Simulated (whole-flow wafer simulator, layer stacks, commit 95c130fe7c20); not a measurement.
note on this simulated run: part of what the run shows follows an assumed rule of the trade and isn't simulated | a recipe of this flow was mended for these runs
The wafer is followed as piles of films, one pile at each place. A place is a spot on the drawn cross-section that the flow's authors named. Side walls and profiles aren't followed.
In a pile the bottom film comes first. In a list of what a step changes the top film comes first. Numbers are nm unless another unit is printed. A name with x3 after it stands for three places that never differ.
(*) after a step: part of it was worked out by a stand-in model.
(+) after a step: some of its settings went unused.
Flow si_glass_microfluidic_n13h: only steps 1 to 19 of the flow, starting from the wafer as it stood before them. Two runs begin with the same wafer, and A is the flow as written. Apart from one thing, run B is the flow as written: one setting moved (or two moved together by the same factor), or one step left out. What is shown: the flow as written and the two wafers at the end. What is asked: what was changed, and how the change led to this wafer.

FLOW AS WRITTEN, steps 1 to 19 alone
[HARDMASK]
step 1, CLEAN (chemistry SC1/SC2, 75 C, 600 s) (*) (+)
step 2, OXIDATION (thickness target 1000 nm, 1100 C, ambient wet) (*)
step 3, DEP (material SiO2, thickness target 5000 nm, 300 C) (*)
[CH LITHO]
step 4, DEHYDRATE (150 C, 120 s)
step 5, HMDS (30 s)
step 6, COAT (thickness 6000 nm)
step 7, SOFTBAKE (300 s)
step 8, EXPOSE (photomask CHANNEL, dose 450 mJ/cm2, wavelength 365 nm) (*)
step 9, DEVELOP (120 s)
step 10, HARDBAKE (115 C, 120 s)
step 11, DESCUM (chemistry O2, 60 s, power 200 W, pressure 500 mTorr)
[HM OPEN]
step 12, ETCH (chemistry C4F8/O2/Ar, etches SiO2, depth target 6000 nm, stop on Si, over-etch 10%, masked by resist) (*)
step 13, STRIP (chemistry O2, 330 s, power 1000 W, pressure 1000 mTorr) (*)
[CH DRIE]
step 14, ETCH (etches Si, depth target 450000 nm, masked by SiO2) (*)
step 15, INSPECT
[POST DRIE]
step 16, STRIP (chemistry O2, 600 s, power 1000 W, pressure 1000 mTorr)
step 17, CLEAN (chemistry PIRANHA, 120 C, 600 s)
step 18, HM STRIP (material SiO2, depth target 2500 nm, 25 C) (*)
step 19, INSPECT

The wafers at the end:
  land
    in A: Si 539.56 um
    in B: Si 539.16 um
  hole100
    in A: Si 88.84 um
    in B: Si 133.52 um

What caused this: step 2, OXIDATION: thickness target 1900 nm was run, while the flow as written has thickness target 1000 nm.

The path from the change to this, step by step:
  step 2, OXIDATION (thickness target 1000 nm, 1100 C, ambient wet) (*)
      land, hole100: A SiO2 gains 1000 (new film), chemical SiO2 loses 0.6 (all of it), Si loses 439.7 | B SiO2 gains 1900 (new film), chemical SiO2 loses 0.6 (all of it), Si loses 835.7
  step 12, ETCH (chemistry C4F8/O2/Ar, etches SiO2, depth target 6000 nm, stop on Si, over-etch 10%, masked by resist) (*)
      hole100: A SiO2 loses 6000 (all of it), Si loses 75 | B SiO2 loses 6600
  step 13, STRIP (chemistry O2, 330 s, power 1000 W, pressure 1000 mTorr) (*)
      hole100: A chemical SiO2 gains 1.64 (new film), Si loses 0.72 | B nothing
  step 14, ETCH (etches Si, depth target 450000 nm, masked by SiO2) (*)
      hole100: A chemical SiO2 loses 1.64 (all of it), Si loses 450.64 um | B SiO2 loses 300 (all of it), Si loses 405.64 um
  step 18, HM STRIP (material SiO2, depth target 2500 nm, 25 C) (*)
      land: A SiO2 loses 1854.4 (all of it) | B SiO2 loses 2752.1 (all of it)
